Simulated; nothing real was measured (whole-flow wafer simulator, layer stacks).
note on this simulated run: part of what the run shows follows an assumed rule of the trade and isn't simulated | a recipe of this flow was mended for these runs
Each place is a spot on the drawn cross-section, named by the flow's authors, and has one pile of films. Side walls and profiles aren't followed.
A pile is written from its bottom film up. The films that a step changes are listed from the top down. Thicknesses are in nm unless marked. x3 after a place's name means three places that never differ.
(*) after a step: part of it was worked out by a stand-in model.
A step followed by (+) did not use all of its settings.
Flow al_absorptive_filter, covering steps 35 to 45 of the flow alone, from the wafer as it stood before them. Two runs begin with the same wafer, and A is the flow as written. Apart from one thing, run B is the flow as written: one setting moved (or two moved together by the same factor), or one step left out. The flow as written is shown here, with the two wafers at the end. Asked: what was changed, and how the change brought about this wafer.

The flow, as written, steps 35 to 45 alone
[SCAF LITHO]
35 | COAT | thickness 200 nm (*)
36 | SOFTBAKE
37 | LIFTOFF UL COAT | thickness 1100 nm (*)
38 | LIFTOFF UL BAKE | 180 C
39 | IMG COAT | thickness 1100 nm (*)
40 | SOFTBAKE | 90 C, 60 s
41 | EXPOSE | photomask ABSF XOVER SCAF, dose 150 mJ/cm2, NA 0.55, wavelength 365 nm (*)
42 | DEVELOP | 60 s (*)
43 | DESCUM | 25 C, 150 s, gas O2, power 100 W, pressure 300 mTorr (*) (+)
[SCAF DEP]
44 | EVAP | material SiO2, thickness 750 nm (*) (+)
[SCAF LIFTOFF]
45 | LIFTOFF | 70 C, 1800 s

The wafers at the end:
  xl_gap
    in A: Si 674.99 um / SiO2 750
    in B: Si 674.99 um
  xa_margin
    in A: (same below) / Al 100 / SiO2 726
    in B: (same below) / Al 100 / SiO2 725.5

The reason: step 43, DESCUM: 107 s was run, while the flow as written has 150 s.

How this came from the change, step by step:
  43 | DESCUM | 25 C, 150 s, gas O2, power 100 W, pressure 300 mTorr (*) (+)
      xl_gap: A -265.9 acrylic-e-beam-resist (all of it) | B -227.6 acrylic-e-beam-resist
      gnd x3, pad_far, pad_near, ledge, res, idc_field, idc_line, idc_space: A -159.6 i-line-resist | B -113.8 i-line-resist
  45 | LIFTOFF | 70 C, 1800 s
      xl_gap: A nothing | B -750 SiO2 (all of it), -38.3 acrylic-e-beam-resist (all of it)
      gnd x3, idc_field: A -750 SiO2 (all of it), -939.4 i-line-resist (all of it), -1100 lift-off-underlayer (all of it), -200 acrylic-e-beam-resist (all of it) | B -750 SiO2 (all of it), -985.1 i-line-resist (all of it), -1100 lift-off-underlayer (all of it), -200 acrylic-e-beam-resist (all of it)
      (also at 6 further places)
